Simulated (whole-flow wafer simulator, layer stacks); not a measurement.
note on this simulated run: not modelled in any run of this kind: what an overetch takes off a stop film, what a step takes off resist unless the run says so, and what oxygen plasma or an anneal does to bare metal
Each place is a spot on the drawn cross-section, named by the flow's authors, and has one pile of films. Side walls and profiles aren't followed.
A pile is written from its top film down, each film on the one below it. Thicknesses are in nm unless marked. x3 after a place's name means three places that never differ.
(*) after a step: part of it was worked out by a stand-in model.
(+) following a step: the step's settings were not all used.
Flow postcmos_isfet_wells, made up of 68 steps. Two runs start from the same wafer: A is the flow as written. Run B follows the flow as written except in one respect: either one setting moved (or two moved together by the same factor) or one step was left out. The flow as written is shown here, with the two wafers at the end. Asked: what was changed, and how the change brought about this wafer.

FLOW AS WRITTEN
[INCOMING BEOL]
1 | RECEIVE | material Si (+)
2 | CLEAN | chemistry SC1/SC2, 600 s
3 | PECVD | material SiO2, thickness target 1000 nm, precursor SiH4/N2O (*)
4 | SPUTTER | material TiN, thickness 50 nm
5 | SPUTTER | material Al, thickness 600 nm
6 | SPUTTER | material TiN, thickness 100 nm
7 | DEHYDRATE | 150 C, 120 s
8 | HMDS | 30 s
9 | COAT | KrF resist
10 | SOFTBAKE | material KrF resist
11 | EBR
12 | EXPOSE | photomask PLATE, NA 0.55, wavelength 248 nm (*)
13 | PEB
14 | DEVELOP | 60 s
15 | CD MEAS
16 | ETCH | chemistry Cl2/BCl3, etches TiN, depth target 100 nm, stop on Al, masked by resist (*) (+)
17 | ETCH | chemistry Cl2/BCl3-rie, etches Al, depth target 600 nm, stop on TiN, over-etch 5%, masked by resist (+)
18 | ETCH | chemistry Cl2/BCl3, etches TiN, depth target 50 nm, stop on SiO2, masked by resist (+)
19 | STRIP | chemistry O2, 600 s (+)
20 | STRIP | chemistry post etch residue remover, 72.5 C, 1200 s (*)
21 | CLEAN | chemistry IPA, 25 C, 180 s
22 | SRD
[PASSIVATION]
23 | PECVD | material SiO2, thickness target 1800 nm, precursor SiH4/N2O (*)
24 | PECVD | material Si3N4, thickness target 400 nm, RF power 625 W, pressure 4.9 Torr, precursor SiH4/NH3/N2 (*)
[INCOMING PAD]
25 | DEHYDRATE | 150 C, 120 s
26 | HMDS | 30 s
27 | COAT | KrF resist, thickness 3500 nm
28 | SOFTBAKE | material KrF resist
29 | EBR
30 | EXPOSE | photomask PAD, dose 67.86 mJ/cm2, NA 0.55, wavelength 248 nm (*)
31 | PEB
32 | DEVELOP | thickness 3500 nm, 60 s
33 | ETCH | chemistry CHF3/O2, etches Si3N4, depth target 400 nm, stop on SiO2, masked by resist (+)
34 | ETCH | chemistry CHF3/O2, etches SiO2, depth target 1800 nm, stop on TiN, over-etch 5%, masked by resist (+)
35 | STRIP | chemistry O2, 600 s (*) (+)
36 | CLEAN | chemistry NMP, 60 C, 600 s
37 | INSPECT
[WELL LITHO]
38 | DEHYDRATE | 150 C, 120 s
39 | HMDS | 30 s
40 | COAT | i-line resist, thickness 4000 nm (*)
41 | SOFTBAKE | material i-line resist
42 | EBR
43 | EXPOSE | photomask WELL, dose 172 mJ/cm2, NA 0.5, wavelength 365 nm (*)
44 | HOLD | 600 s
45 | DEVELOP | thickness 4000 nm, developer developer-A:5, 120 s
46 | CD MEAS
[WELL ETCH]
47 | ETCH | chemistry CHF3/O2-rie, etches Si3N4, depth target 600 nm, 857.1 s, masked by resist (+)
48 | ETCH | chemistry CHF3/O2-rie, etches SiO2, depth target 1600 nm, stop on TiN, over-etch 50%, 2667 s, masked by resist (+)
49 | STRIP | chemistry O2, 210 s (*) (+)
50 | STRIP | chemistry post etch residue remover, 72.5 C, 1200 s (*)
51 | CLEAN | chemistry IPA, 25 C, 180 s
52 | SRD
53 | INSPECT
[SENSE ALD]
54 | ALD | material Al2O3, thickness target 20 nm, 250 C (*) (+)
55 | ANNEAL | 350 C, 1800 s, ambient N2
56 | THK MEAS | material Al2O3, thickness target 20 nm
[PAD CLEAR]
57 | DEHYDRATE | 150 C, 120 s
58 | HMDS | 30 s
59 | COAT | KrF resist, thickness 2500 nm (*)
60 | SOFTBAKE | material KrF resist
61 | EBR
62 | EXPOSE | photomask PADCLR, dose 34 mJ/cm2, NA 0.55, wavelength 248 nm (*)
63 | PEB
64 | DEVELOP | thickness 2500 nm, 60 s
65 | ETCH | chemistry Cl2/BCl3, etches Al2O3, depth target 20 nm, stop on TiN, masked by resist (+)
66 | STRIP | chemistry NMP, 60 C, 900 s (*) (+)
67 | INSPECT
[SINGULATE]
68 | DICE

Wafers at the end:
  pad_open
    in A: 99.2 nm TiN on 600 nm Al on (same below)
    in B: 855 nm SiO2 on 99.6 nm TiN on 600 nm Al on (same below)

The reason: step 34, ETCH: depth target 945 nm was run, though the flow has depth target 1800 nm.

How this came from the change, step by step:
  34 | ETCH | chemistry CHF3/O2, etches SiO2, depth target 1800 nm, stop on TiN, over-etch 5%, masked by resist (+)
      pad_open: A SiO2 loses 1800 (all of it) | B SiO2 loses 945
      field, margin, well900, well1300 x3, pad_rim, pad_clr: A KrF resist loses 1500 | B KrF resist loses 787.5
  35 | STRIP | chemistry O2, 600 s (*) (+)
      field, margin, well900, well1300 x3, pad_rim, pad_clr: A KrF resist loses 1613.3 (all of it) | B KrF resist loses 2325.8 (all of it)
  40 | COAT | i-line resist, thickness 4000 nm (*)
      pad_clr: A i-line resist gains 3256.8 (new film) | B i-line resist gains 3530.5 (new film)
      pad_open: A i-line resist gains 4804.7 (new film) | B i-line resist gains 4496 (new film)
  41 | SOFTBAKE | material i-line resist
      pad_clr: A i-line resist loses 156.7 | B i-line resist loses 78.2
      pad_open: A i-line resist gains 115.3 | B i-line resist gains 74.5
  49 | STRIP | chemistry O2, 210 s (*) (+)
      pad_clr: A i-line resist loses 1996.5 (all of it) | B i-line resist loses 2348.6 (all of it)
      pad_open: A i-line resist loses 3816.3 (all of it) | B i-line resist loses 3466.9 (all of it)
  59 | COAT | KrF resist, thickness 2500 nm (*)
      pad_rim: A KrF resist gains 1976.4 (new film) | B KrF resist gains 2174.8 (new film)
      pad_clr: A KrF resist gains 1691.6 (new film) | B KrF resist gains 1987.5 (new film)
      (also at 1 further place)
  60 | SOFTBAKE | material KrF resist
      pad_clr: A KrF resist loses 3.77 | B KrF resist loses 2.54
  63 | PEB
      pad_rim: A KrF resist loses 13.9 | B KrF resist loses 15.3
      pad_clr: A KrF resist loses 11.8 | B KrF resist loses 14
      (also at 1 further place)
  64 | DEVELOP | thickness 2500 nm, 60 s
      pad_clr: A KrF resist loses 1676 (all of it) | B KrF resist loses 1971 (all of it)
      pad_open: A KrF resist loses 3045.1 (all of it) | B KrF resist loses 2828 (all of it)
  66 | STRIP | chemistry NMP, 60 C, 900 s (*) (+)
      pad_rim: A KrF resist loses 1923.7 (all of it) | B KrF resist loses 2120.4 (all of it)
